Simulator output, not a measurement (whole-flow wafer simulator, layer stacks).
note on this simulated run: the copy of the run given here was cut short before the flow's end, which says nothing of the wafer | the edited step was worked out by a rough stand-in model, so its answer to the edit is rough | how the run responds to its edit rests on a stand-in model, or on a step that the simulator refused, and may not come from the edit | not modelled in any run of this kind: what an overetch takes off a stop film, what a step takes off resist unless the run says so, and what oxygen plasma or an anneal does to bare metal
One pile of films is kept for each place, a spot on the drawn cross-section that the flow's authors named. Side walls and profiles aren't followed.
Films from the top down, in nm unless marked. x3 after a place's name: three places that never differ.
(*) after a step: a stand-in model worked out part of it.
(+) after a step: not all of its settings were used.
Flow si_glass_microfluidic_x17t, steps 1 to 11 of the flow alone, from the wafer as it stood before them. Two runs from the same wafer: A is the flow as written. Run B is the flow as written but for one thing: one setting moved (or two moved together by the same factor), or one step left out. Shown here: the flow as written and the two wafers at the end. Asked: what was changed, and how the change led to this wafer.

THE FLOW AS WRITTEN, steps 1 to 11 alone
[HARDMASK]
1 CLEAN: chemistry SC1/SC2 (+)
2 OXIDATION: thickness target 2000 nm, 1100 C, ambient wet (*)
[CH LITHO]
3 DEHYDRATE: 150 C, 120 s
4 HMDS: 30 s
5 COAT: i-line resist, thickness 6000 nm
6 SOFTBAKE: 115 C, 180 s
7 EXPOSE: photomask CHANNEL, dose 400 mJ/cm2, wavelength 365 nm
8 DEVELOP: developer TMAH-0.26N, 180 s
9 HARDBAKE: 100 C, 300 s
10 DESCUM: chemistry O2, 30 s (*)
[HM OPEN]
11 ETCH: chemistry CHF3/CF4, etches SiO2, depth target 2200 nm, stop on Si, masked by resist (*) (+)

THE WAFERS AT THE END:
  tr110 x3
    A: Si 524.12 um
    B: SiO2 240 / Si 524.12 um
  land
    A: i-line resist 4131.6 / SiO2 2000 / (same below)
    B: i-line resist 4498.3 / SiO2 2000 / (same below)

The cause: step 11, ETCH: depth target 1760 nm was run, where the flow has depth target 2200 nm.

How the change led to this, step by step:
  11 ETCH: chemistry CHF3/CF4, etches SiO2, depth target 2200 nm, stop on Si, masked by resist (*) (+)
      tr110 x3: A SiO2 -2000 (all of it) | B SiO2 -1760
      land: A i-line resist -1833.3 | B i-line resist -1466.7
